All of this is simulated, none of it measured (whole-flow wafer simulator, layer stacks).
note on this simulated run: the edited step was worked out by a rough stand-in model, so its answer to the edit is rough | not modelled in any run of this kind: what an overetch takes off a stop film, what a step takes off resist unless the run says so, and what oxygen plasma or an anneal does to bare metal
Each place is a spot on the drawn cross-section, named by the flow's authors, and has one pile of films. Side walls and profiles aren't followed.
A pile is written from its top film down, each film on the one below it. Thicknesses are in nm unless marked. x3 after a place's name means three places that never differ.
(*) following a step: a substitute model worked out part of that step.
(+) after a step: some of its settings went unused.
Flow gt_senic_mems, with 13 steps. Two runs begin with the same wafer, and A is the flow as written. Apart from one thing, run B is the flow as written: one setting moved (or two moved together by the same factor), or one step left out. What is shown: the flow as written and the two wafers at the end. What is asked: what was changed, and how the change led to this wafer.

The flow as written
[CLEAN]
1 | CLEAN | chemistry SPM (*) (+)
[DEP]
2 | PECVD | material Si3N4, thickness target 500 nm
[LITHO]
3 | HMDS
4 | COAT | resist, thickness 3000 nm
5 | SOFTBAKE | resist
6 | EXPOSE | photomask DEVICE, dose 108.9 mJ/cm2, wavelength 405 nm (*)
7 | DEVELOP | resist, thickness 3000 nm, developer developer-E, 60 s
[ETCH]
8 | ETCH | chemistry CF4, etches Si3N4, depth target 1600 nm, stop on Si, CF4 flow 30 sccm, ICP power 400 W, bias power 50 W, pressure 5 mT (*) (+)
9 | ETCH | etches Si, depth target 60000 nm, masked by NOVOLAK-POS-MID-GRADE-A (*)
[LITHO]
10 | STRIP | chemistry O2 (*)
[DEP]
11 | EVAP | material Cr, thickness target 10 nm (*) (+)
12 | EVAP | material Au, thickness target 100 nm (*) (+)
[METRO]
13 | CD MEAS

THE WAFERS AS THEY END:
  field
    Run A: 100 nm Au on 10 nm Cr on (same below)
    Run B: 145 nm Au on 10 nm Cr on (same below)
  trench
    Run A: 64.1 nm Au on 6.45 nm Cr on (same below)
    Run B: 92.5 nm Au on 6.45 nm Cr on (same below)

What caused this: step 12, EVAP: thickness target 145 nm was run, while the flow as written has thickness target 100 nm.
One can read it off the wafer: field has Au 145, and step 12 as written asks for 100 nm.

Step by step, how the change led to this:
  12 | EVAP | material Au, thickness target 100 nm (*) (+)
      field: A Au gains 100 (new film) | B Au gains 145 (new film)
      trench: A Au gains 64.1 (new film) | B Au gains 92.5 (new film)
